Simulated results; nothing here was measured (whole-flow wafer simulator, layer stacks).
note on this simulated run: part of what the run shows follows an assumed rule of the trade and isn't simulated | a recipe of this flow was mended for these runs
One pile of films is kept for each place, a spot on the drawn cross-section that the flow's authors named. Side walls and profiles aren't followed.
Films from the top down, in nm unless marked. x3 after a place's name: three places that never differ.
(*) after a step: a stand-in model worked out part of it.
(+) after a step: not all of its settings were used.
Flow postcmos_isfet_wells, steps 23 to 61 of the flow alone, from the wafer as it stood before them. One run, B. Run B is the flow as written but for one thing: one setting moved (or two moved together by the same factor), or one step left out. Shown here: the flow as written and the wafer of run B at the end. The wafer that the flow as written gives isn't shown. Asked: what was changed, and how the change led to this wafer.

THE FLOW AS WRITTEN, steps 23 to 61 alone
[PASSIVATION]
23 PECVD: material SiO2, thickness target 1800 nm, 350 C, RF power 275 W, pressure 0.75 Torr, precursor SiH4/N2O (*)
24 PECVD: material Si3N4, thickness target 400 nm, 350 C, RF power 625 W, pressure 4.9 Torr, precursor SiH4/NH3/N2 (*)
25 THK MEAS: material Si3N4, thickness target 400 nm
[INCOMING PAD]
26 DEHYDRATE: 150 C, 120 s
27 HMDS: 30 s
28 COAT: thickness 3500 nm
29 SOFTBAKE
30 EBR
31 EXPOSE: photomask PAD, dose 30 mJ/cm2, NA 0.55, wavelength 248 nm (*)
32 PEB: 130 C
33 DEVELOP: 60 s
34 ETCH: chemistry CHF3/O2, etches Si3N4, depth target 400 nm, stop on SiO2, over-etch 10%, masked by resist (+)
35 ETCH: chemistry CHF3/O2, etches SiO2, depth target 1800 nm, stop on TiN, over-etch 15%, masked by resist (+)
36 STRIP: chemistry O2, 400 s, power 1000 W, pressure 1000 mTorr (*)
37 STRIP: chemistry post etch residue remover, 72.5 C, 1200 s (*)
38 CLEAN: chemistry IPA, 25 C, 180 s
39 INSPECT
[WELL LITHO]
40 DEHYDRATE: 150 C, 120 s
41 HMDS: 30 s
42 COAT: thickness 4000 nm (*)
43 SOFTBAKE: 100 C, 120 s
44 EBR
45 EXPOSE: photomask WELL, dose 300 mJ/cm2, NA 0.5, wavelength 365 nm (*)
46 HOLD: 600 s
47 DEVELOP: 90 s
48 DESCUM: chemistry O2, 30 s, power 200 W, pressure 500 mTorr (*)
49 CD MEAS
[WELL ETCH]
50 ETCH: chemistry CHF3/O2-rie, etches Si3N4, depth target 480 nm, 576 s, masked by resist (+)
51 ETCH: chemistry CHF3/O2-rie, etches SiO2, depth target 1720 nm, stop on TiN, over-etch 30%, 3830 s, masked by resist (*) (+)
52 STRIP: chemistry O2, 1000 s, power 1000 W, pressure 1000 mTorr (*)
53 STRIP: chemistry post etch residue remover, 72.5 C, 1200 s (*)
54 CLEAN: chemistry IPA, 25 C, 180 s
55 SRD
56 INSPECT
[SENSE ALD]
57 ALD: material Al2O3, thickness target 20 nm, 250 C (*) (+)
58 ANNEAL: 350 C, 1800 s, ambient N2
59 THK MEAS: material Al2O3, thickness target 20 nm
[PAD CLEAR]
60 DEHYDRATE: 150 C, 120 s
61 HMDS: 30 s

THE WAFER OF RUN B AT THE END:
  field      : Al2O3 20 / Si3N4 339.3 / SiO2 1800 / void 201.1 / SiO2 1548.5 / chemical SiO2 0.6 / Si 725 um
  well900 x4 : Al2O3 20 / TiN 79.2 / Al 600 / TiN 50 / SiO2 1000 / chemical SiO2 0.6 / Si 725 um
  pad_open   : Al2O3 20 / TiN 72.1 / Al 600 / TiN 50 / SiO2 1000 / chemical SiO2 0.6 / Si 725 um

The cause: step 24, PECVD: thickness target 340 nm was run, where the flow has thickness target 400 nm.

How the change led to this, step by step:
  24 PECVD: material Si3N4, thickness target 400 nm, 350 C, RF power 625 W, pressure 4.9 Torr, precursor SiH4/NH3/N2 (*)
      field, margin x2, well900 x4, pad_clr, pad_open: Si3N4 +340 (new film) (as written it would be: Si3N4 +400 (new film))
  34 ETCH: chemistry CHF3/O2, etches Si3N4, depth target 400 nm, stop on SiO2, over-etch 10%, masked by resist (+)
      field, margin x2, well900 x4, pad_clr: thick-KrF-resist -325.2 (as written it would be: thick-KrF-resist -382.6)
      pad_open: Si3N4 -340 (all of it), SiO2 -50 (as written it would be: Si3N4 -400 (all of it), SiO2 -20)
  35 ETCH: chemistry CHF3/O2, etches SiO2, depth target 1800 nm, stop on TiN, over-etch 15%, masked by resist (+)
      pad_open: SiO2 -1750 (all of it), TiN -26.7 (as written it would be: SiO2 -1780 (all of it), TiN -24.2)
  36 STRIP: chemistry O2, 400 s, power 1000 W, pressure 1000 mTorr (*)
      field, margin x2, well900 x4, pad_clr: thick-KrF-resist -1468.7 (all of it) (as written it would be: thick-KrF-resist -1382.5 (all of it))
  43 SOFTBAKE: 100 C, 120 s
      pad_clr: thick-g/i-line-resist -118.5 (as written it would be: thick-g/i-line-resist -123)
      pad_open: thick-g/i-line-resist +71.5 (as written it would be: thick-g/i-line-resist +73)
  50 ETCH: chemistry CHF3/O2-rie, etches Si3N4, depth target 480 nm, 576 s, masked by resist (+)
      well900 x4: Si3N4 -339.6 (all of it), SiO2 -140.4 (as written it would be: Si3N4 -399.6 (all of it), SiO2 -80.4)
  51 ETCH: chemistry CHF3/O2-rie, etches SiO2, depth target 1720 nm, stop on TiN, over-etch 30%, 3830 s, masked by resist (*) (+)
      well900 x4: SiO2 -1659.6 (all of it), TiN -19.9 (as written it would be: SiO2 -1719.6 (all of it), TiN -20.6)
